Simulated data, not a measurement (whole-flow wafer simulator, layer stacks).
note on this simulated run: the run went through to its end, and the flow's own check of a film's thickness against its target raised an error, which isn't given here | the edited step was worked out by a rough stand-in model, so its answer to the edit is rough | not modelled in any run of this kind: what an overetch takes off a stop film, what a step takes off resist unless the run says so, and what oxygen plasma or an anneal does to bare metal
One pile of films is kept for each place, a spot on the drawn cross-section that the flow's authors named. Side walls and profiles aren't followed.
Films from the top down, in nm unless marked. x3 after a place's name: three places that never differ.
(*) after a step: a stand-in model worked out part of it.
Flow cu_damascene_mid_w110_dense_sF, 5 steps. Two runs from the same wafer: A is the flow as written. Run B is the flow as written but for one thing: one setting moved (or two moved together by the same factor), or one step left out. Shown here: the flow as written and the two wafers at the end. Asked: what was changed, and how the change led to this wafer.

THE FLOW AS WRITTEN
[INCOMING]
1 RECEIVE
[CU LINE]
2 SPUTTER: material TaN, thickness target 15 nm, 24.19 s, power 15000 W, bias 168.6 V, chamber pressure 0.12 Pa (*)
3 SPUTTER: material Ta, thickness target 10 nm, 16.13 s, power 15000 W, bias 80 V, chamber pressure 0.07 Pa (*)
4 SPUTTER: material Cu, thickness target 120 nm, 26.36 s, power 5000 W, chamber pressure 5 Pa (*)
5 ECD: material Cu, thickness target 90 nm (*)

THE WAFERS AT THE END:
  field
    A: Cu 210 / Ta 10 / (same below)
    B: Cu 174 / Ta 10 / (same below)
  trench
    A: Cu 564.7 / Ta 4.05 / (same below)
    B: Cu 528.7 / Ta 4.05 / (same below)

The cause: step 5, ECD: thickness target 54 nm was run, where the flow has thickness target 90 nm.

How the change led to this, step by step:
  5 ECD: material Cu, thickness target 90 nm (*)
      field: A Cu +90 | B Cu +54
      trench: A Cu +529 | B Cu +493
